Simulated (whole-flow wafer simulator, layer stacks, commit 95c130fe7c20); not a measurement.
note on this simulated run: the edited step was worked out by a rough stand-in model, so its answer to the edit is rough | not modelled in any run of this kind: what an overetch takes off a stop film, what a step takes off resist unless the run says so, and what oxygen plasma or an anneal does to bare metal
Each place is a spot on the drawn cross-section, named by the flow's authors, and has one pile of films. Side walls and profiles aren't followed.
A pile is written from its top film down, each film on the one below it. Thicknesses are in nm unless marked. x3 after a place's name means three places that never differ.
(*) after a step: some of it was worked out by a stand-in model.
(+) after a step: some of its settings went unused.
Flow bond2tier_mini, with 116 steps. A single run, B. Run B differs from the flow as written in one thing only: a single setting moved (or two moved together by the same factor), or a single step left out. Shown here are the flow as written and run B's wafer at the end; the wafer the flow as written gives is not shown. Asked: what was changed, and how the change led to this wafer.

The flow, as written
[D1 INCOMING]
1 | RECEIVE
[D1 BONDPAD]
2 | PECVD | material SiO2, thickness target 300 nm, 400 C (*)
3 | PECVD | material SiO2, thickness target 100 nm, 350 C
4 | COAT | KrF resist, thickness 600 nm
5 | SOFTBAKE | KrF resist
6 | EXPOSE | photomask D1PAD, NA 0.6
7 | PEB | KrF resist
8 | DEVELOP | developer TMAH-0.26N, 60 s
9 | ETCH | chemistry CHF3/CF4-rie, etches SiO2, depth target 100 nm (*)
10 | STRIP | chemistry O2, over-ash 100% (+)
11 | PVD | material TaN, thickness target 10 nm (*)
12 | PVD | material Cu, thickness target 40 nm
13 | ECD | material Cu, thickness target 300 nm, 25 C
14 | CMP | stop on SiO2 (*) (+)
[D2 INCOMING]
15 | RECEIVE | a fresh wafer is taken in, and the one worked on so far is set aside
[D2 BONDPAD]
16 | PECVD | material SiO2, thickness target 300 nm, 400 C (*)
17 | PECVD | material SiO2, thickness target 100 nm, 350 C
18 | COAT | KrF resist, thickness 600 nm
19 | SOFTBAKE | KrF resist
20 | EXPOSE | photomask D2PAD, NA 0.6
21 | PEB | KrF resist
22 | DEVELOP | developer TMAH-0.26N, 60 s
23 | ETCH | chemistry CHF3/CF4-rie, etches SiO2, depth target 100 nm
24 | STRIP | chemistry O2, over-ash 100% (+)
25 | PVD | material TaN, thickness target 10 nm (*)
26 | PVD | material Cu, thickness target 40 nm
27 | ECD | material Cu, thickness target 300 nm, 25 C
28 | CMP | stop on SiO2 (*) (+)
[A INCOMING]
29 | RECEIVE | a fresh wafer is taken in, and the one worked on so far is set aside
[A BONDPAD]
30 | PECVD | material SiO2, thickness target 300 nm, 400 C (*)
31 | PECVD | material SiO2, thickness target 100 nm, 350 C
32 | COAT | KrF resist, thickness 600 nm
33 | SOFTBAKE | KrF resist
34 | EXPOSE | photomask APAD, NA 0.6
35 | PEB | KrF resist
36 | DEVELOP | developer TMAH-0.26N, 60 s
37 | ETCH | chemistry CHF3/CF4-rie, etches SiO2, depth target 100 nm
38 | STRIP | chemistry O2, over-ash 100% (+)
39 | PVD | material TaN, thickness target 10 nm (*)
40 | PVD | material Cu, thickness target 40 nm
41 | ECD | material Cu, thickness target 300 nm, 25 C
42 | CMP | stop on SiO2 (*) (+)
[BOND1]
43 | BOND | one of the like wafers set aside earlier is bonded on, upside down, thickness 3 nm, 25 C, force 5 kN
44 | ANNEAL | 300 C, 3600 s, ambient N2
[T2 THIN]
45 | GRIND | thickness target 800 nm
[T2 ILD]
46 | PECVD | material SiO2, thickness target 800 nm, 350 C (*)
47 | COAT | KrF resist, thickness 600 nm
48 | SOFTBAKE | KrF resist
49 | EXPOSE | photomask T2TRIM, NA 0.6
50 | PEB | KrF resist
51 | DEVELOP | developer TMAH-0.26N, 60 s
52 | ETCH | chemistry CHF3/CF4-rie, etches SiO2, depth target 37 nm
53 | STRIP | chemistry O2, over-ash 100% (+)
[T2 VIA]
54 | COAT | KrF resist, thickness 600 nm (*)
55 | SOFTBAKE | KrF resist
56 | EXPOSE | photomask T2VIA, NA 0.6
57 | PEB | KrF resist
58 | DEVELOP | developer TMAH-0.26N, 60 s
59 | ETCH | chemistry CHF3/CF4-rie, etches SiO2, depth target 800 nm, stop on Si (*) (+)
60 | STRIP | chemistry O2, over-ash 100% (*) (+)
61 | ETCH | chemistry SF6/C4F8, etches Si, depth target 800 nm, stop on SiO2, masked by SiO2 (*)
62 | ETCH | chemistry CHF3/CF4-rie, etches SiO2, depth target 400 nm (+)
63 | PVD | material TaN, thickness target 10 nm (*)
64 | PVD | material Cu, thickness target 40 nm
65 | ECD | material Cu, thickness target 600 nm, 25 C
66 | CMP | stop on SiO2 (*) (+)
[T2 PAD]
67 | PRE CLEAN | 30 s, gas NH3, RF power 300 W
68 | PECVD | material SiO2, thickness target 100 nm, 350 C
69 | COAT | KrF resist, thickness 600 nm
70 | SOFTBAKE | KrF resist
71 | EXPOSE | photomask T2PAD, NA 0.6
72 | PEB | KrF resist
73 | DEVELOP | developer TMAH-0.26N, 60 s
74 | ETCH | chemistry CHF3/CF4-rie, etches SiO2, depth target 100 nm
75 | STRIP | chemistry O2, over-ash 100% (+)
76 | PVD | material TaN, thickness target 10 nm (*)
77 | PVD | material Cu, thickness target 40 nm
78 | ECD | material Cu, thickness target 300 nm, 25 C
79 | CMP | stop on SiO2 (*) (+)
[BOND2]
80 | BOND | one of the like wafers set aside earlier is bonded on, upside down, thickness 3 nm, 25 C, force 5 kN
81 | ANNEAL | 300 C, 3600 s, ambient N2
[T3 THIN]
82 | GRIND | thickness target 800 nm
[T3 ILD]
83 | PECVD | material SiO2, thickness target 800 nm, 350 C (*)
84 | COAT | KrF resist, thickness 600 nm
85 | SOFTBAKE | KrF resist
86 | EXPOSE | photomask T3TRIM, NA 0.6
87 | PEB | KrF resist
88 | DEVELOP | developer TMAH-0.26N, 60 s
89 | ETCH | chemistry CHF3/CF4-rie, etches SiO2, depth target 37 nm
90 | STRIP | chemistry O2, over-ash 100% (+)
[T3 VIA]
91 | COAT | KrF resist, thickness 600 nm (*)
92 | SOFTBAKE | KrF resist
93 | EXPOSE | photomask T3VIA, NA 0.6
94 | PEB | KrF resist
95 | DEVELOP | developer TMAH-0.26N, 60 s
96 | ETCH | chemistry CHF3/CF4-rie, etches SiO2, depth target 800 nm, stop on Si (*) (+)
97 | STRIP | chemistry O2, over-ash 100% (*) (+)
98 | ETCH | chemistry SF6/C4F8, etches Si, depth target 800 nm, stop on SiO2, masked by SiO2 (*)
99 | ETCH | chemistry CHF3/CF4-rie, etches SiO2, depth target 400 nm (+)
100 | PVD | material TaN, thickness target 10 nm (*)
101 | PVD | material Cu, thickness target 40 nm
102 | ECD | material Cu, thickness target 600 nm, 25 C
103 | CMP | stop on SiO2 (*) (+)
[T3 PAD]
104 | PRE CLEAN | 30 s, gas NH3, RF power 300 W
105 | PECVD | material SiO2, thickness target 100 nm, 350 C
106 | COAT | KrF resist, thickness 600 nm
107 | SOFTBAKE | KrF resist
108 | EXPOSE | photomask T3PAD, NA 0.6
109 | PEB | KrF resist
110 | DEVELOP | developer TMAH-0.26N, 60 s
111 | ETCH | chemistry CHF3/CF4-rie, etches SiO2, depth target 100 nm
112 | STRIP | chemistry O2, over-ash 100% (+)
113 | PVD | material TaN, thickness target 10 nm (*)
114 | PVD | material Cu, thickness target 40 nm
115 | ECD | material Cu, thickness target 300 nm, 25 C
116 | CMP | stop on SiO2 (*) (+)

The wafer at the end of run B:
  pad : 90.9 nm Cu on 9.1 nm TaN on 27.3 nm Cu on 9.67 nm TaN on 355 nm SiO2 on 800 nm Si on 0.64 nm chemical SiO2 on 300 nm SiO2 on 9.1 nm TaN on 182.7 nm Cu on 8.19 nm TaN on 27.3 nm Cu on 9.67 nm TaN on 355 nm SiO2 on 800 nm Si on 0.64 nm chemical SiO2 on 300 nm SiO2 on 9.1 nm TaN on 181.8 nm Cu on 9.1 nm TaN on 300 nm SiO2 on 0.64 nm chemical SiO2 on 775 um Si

Cause: step 76, PVD: thickness target 9 nm was run, whereas the flow has thickness target 10 nm.

How this came from the change, step by step:
  76 | PVD | material TaN, thickness target 10 nm (*)
      field: +9 TaN (new film) (as written it would have been: +10 TaN (new film))
      pad: +8.19 TaN (new film) (as written it would have been: +9.1 TaN (new film))
  79 | CMP | stop on SiO2 (*) (+)
      field: -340 Cu (all of it), -9 TaN (all of it) (as written it would have been: -340 Cu (all of it), -10 TaN (all of it))
